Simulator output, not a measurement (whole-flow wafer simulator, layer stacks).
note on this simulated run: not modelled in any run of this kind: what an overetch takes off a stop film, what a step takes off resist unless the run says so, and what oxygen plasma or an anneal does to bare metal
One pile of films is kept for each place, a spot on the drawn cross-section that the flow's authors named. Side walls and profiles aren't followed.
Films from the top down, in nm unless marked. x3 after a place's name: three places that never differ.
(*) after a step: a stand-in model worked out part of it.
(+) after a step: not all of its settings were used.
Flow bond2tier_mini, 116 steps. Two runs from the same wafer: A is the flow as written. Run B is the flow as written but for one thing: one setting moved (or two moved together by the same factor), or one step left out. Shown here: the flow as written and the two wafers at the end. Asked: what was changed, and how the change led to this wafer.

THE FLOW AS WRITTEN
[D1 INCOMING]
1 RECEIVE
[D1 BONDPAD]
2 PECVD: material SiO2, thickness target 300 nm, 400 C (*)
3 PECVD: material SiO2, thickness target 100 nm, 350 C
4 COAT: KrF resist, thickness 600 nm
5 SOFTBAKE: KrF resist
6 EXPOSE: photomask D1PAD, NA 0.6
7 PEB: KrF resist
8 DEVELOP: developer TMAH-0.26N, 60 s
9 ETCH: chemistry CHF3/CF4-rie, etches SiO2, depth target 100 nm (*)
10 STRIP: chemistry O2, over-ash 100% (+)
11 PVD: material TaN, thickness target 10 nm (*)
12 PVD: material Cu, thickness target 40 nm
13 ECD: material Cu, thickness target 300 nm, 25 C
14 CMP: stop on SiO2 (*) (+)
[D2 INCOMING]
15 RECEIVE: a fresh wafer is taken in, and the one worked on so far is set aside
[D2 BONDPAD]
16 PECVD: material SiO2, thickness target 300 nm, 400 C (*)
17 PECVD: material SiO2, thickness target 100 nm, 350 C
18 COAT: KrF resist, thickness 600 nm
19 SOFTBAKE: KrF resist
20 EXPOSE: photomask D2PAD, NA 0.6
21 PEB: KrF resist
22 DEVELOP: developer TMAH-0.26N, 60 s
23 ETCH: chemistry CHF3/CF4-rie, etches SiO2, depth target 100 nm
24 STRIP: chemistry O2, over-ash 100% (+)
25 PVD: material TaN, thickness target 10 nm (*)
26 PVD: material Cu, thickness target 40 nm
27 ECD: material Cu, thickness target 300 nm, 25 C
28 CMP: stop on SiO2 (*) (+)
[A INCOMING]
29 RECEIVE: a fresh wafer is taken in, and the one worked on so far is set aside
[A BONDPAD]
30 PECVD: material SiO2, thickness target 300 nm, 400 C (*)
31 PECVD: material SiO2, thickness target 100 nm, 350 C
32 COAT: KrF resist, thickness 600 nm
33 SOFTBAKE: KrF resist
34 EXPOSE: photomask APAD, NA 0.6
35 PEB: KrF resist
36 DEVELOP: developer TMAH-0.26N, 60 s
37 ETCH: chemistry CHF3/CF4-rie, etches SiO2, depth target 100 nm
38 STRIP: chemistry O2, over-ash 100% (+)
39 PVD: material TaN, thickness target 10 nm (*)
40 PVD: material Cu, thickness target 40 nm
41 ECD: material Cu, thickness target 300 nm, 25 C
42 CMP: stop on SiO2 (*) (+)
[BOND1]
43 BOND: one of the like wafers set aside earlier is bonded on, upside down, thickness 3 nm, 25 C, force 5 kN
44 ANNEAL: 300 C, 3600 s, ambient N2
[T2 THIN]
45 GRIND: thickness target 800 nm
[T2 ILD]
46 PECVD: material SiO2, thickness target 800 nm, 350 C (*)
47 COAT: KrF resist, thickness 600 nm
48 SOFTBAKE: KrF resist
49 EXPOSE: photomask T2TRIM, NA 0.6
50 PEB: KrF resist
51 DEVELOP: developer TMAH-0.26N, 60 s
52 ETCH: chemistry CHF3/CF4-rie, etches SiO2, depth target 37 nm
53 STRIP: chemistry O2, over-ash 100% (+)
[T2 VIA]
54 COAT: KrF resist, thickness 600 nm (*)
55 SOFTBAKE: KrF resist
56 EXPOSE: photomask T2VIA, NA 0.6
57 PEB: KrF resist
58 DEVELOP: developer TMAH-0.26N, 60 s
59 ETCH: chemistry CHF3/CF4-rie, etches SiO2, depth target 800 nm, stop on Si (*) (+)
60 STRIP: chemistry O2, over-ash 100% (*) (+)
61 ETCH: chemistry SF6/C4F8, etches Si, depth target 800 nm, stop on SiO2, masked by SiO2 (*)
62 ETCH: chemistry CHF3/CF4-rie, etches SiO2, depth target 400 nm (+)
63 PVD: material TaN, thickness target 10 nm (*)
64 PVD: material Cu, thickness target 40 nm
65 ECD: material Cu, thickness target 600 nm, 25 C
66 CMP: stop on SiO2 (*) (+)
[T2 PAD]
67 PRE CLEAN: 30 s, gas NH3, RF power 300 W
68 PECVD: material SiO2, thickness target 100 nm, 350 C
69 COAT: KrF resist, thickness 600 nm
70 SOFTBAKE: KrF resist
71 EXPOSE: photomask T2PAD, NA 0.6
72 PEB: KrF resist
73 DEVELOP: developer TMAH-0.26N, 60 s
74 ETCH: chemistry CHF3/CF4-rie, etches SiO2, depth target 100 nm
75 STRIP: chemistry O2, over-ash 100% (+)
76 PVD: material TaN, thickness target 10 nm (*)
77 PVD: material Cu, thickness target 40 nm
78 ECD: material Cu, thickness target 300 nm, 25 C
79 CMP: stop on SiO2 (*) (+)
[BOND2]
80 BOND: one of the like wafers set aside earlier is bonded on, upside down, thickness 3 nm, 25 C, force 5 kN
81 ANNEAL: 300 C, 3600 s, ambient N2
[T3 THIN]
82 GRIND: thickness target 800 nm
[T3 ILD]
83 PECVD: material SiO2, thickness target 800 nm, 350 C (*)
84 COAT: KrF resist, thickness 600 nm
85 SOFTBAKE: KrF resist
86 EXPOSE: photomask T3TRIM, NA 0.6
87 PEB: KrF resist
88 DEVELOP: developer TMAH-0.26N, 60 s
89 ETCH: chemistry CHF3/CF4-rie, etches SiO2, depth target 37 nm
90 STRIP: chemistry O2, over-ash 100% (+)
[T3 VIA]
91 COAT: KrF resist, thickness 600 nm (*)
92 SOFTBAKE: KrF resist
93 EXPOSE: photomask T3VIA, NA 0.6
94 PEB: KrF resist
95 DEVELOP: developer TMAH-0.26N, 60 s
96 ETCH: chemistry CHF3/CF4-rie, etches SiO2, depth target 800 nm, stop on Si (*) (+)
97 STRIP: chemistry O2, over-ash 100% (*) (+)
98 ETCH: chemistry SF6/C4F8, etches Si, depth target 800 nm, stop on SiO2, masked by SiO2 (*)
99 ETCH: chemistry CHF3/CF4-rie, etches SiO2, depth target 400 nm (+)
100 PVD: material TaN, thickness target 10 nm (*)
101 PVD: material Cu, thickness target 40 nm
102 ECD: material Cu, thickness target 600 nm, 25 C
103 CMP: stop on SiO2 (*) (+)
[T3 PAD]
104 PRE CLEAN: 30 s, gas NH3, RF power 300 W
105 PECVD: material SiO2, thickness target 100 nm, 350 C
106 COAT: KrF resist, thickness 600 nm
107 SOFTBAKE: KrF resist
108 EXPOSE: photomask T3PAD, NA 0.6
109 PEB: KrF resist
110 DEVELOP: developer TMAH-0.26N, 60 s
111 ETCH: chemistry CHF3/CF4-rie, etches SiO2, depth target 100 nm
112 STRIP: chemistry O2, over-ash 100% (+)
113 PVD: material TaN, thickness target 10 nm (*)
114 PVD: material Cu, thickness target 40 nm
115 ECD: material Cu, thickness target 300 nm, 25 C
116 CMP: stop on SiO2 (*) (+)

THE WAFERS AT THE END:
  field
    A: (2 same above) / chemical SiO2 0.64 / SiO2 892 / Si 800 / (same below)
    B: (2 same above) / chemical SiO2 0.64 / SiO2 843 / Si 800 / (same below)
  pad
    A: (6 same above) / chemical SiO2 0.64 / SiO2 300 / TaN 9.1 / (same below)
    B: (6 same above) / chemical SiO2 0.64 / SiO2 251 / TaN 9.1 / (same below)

The cause: step 17, PECVD: thickness target 51 nm was run, where the flow has thickness target 100 nm.

How the change led to this, step by step:
  17 PECVD: material SiO2, thickness target 100 nm, 350 C
      field, pad, via: A SiO2 +100 | B SiO2 +51
  80 BOND: one of the like wafers set aside earlier is bonded on, upside down, thickness 3 nm, 25 C, force 5 kN
      field: A Si +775 um (new film), chemical SiO2 +0.64 (new film), SiO2 +400 | B Si +775 um (new film), chemical SiO2 +0.64 (new film), SiO2 +351
      pad: A Si +775 um (new film), chemical SiO2 +0.64 (new film), SiO2 +300 (new film), TaN +9.1 (new film), Cu +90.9 | B Si +775 um (new film), chemical SiO2 +0.64 (new film), SiO2 +251 (new film), TaN +9.1 (new film), Cu +90.9
